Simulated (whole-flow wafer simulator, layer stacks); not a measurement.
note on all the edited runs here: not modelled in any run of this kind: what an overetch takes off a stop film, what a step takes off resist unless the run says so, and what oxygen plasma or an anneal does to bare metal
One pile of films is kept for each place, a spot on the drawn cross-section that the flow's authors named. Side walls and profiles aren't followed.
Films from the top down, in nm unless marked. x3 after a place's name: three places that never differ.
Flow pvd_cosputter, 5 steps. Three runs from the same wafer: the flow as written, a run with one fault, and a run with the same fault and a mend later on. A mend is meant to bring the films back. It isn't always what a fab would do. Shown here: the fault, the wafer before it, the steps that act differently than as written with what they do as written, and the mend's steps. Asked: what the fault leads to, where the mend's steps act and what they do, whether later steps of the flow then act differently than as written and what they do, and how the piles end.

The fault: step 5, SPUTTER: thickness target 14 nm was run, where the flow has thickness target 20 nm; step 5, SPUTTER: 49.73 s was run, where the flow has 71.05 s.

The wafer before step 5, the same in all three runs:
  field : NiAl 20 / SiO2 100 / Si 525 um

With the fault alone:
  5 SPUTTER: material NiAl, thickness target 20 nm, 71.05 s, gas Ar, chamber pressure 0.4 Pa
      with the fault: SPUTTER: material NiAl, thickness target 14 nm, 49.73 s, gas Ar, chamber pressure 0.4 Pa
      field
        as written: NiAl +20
        with the fault: NiAl +14
  No later step of the flow acts differently than as written at any place that is followed.
  At the end the piles differ from the flow's by more than 2% or 0.5 nm, whichever is larger, at field.
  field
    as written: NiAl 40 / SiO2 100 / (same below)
    with the fault: NiAl 34 / SiO2 100 / (same below)

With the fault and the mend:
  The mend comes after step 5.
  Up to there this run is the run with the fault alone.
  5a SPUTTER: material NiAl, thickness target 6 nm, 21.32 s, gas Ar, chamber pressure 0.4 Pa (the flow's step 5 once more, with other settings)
      field
        NiAl +6
  No later step of the flow acts differently than as written at any place that is followed.
  At the end the piles are the same as the flow's at every place that both follow.
